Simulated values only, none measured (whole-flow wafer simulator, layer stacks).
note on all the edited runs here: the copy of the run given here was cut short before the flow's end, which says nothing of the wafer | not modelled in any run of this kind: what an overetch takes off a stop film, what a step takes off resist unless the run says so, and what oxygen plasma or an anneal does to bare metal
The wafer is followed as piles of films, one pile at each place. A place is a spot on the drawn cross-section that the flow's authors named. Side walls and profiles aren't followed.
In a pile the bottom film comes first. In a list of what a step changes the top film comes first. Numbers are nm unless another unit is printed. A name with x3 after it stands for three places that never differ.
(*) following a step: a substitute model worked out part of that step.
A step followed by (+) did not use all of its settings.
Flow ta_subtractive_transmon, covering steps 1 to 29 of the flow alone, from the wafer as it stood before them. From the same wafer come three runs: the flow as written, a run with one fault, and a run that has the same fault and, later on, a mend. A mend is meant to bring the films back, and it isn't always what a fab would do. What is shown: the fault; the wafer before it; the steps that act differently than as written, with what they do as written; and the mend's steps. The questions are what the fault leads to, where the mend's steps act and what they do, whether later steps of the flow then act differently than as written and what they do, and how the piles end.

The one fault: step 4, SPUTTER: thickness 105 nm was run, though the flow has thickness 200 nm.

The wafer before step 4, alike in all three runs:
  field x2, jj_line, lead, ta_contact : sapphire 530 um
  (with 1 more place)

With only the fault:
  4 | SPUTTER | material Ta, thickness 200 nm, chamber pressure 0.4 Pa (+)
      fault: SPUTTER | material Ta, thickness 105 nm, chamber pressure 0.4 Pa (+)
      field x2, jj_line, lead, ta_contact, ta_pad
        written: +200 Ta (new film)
        fault: +105 Ta (new film)
  Steps later in the flow that act otherwise than as written:
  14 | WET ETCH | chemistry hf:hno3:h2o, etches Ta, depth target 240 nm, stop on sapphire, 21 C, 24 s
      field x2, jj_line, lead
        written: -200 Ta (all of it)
        fault: -105 Ta (all of it)
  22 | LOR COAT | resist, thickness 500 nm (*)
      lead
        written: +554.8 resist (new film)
        fault: +529.7 resist (new film)
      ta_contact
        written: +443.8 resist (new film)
        fault: +469.2 resist (new film)
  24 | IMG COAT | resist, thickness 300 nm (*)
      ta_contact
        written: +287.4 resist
        fault: +293.6 resist
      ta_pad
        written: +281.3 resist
        fault: +290 resist
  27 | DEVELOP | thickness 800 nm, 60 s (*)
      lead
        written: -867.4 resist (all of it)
        fault: -836.3 resist (all of it)
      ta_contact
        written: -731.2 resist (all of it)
        fault: -762.8 resist (all of it)
  By the end, the piles at ta_contact, ta_pad depart from the flow's by more than 2% or 0.5 nm, whichever is larger.
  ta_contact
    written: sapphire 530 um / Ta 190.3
    fault: sapphire 530 um / Ta 95.3
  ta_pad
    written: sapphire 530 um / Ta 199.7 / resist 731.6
    fault: sapphire 530 um / Ta 104.7 / resist 747

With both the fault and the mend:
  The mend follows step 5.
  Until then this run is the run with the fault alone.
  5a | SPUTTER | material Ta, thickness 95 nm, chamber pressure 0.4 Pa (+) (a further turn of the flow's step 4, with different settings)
      field x2, jj_line, lead, ta_contact, ta_pad
        +95 Ta
  Later steps of the flow that are run all act as written at every place that is followed.
  The piles end the same as the flow's at every place that both follow.
